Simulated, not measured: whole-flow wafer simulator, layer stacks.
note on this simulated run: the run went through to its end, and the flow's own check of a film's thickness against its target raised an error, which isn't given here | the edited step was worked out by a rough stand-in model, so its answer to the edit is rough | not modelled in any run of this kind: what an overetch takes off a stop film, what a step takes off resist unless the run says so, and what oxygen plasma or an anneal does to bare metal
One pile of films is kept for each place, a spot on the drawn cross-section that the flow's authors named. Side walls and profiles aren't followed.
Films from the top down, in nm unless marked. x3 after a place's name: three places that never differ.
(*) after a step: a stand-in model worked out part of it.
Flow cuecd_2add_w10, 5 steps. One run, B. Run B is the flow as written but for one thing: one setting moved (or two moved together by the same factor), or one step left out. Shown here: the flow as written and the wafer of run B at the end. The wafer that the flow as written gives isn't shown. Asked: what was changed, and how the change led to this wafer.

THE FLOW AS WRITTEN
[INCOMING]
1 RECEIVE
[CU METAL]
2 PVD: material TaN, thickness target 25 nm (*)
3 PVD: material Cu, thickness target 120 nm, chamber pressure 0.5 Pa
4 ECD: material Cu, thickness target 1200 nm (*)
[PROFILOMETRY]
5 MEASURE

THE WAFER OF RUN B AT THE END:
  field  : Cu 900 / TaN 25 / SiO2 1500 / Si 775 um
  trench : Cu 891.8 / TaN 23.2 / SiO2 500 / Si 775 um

The cause: step 4, ECD: thickness target 780 nm was run, where the flow has thickness target 1200 nm.

How the change led to this, step by step:
  4 ECD: material Cu, thickness target 1200 nm (*)
      field, trench: Cu +780 (as written it would be: Cu +1200)
